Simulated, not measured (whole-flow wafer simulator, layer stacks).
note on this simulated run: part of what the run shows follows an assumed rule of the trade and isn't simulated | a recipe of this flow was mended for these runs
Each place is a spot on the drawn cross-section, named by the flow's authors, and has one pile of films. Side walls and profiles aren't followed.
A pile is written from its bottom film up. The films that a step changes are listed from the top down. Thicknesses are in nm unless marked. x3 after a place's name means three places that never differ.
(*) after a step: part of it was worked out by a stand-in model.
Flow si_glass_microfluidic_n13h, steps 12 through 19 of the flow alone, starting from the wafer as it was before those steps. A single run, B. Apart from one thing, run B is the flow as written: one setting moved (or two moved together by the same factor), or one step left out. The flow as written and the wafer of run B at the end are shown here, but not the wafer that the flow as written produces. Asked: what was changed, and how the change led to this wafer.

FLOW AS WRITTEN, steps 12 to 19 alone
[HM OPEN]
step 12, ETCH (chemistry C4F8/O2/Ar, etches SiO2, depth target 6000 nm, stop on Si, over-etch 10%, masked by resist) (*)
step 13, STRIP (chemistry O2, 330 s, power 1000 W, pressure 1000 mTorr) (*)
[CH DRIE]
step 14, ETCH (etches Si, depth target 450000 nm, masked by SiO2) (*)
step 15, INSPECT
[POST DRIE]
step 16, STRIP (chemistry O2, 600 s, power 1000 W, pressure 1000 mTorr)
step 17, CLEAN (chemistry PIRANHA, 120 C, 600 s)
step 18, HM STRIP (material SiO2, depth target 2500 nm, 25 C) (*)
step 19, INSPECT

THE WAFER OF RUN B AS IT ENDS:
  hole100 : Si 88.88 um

The reason: step 12, ETCH: over-etch 4% was run, though the flow has over-etch 10%.

The path from the change to this, step by step:
  step 12, ETCH (chemistry C4F8/O2/Ar, etches SiO2, depth target 6000 nm, stop on Si, over-etch 10%, masked by resist) (*)
      land: -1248 thick-i-line-resist (in the flow as written it would be: -1320 thick-i-line-resist)
      hole100: -6000 SiO2 (all of it), -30 Si (in the flow as written it would be: -6000 SiO2 (all of it), -75 Si)
